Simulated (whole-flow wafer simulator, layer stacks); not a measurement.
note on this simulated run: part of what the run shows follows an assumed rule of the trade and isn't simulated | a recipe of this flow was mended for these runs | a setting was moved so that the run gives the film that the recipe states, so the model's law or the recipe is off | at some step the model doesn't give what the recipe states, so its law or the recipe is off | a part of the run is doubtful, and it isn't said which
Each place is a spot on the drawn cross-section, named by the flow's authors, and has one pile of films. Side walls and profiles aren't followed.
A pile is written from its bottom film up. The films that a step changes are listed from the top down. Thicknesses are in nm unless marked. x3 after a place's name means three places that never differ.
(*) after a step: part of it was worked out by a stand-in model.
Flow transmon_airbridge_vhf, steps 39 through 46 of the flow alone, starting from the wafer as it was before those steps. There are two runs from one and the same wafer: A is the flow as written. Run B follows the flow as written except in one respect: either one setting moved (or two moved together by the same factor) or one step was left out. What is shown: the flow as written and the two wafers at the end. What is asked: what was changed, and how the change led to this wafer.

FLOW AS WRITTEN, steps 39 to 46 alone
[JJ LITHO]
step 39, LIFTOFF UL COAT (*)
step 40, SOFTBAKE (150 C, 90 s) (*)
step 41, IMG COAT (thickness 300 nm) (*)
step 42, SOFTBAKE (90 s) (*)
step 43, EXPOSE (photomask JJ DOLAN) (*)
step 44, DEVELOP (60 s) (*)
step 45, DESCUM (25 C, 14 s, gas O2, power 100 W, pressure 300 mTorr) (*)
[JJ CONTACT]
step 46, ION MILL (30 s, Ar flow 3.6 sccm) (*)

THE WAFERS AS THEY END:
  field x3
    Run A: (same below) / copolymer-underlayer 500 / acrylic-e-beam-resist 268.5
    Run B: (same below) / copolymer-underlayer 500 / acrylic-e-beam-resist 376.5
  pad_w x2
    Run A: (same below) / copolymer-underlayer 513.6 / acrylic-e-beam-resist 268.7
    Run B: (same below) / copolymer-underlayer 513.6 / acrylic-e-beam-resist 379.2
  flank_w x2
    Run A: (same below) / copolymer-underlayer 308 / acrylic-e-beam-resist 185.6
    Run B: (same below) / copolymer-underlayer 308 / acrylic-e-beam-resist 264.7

Cause: step 41, IMG COAT: thickness 408 nm was run, whereas the flow has thickness 300 nm.

The path from the change to this, step by step:
  step 41, IMG COAT (thickness 300 nm) (*)
      field x3, jj_line, ground_far x3: A acrylic-e-beam-resist gains 300 (new film) | B acrylic-e-beam-resist gains 408 (new film)
      pad_w x2: A acrylic-e-beam-resist gains 300.2 (new film) | B acrylic-e-beam-resist gains 410.8 (new film)
      (and at 8 other places as well)
  step 44, DEVELOP (60 s) (*)
      jj_line: A acrylic-e-beam-resist loses 300 (all of it), copolymer-underlayer loses 500 (all of it) | B acrylic-e-beam-resist loses 408 (all of it), copolymer-underlayer loses 500 (all of it)
